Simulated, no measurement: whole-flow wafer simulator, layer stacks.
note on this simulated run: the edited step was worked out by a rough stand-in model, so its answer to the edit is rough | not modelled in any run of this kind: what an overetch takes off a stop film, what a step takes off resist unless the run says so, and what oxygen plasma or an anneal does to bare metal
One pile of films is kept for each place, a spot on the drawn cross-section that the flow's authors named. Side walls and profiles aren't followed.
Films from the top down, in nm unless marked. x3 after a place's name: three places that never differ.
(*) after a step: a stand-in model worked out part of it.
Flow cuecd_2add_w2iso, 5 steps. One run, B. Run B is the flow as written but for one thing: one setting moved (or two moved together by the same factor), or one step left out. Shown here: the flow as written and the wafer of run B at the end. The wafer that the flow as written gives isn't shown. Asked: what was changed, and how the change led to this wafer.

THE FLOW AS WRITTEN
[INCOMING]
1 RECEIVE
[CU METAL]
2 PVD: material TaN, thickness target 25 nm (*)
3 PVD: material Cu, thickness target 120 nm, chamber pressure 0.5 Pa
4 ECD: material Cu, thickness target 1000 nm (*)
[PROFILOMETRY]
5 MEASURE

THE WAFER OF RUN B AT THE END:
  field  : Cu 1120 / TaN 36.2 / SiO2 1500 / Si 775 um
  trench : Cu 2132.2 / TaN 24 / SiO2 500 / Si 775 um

The cause: step 2, PVD: thickness target 36.2 nm was run, where the flow has thickness target 25 nm.
It can be read off the wafer: field has TaN 36.2, and step 2 as written asks for 25 nm.

How the change led to this, step by step:
  2 PVD: material TaN, thickness target 25 nm (*)
      field: TaN +36.2 (new film) (as written it would be: TaN +25 (new film))
      trench: TaN +24 (new film) (as written it would be: TaN +16.6 (new film))
